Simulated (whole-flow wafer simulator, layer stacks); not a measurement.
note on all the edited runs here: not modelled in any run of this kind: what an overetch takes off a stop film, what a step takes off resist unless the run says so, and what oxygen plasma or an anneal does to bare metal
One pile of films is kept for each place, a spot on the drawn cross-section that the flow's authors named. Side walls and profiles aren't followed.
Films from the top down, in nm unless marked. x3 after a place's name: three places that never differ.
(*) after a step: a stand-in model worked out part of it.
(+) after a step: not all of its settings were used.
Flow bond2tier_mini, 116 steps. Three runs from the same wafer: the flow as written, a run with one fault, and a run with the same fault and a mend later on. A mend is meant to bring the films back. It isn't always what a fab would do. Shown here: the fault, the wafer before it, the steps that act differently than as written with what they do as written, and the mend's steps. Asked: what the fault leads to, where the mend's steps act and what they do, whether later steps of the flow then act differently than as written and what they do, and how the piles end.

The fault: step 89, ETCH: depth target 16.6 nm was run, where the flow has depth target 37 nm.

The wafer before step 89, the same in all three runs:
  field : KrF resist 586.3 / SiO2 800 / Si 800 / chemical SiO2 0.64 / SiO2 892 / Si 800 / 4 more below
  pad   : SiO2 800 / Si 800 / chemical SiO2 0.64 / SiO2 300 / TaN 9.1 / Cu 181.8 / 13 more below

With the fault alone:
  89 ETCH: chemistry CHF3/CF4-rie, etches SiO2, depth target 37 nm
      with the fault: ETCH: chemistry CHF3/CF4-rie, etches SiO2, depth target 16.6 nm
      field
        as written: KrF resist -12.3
        with the fault: KrF resist -5.53
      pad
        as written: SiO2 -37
        with the fault: SiO2 -16.6
  Later steps of the flow that act differently than as written (4 more steps differ only slightly, by at most 2% or 0.5 nm, whichever is larger, and aren't shown):
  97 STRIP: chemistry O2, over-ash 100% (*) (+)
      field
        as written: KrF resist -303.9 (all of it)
        with the fault: KrF resist -312.6 (all of it)
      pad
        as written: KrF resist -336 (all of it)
        with the fault: KrF resist -326.9 (all of it)
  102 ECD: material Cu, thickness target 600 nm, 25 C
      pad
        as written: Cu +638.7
        with the fault: Cu +617.3
  At the end the piles differ from the flow's by more than 2% or 0.5 nm, whichever is larger, at pad.
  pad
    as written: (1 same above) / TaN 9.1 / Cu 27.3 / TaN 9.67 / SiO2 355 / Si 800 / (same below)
    with the fault: (1 same above) / TaN 9.1 / Cu 6.74 / TaN 9.86 / SiO2 375.4 / Si 800 / (same below)

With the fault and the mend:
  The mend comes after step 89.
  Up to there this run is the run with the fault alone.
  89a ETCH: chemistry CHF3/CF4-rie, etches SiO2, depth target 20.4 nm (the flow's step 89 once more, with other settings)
      field
        KrF resist -6.8
      pad
        SiO2 -20.4
  No later step of the flow acts differently than as written at any place that is followed.
  At the end the piles are the same as the flow's at every place that both follow.
